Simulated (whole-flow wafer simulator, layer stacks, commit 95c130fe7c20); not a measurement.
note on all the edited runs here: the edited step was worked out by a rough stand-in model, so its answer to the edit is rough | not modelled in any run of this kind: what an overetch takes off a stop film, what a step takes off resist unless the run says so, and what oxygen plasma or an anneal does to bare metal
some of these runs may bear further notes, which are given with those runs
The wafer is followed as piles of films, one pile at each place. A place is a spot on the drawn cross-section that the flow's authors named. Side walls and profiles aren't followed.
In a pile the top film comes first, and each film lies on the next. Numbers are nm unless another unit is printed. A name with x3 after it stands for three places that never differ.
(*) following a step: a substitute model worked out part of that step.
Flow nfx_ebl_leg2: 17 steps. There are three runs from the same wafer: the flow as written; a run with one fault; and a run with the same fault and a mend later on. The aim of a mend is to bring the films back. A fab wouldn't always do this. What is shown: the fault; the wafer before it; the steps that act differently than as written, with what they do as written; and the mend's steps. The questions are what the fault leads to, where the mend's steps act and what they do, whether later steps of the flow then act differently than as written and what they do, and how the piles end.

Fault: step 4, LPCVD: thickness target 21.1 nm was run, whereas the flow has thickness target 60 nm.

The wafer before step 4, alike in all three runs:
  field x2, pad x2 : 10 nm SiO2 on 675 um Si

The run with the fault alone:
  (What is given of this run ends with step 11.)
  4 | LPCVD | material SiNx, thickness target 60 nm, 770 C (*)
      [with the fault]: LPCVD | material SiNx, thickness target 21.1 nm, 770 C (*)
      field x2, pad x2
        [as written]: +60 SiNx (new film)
        [with the fault]: +21.1 SiNx (new film)
  Later steps of the flow up to step 11 that are run all act as written at every place that is followed.
  The piles after step 11 differ from the flow's at field x2, pad x2 by more than 2% or 0.5 nm, whichever is larger.
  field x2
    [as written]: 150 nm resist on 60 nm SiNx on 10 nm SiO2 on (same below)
    [with the fault]: 150 nm resist on 21.1 nm SiNx on 10 nm SiO2 on (same below)
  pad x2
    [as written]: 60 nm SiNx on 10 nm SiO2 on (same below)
    [with the fault]: 21.1 nm SiNx on 10 nm SiO2 on (same below)

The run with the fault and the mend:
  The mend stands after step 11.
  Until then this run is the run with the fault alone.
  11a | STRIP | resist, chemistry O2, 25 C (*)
      field x2
        -150 resist (all of it)
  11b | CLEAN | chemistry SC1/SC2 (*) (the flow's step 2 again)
      leaves every film unchanged at each place that is followed
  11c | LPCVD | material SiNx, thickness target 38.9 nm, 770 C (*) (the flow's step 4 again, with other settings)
      field x2, pad x2
        +38.9 SiNx
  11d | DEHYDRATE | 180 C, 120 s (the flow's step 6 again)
      leaves every film unchanged at each place that is followed
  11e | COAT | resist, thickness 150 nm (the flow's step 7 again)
      field x2, pad x2
        +150 resist (new film)
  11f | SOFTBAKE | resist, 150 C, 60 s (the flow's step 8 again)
      leaves every film unchanged at each place that is followed
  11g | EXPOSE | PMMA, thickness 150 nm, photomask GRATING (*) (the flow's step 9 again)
      leaves every film unchanged at each place that is followed
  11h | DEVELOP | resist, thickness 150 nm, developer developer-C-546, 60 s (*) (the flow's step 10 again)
      pad x2
        -150 resist (all of it)
  Later steps of the flow that are run all act as written at every place that is followed.
  The piles end the same as the flow's at every place that both follow.
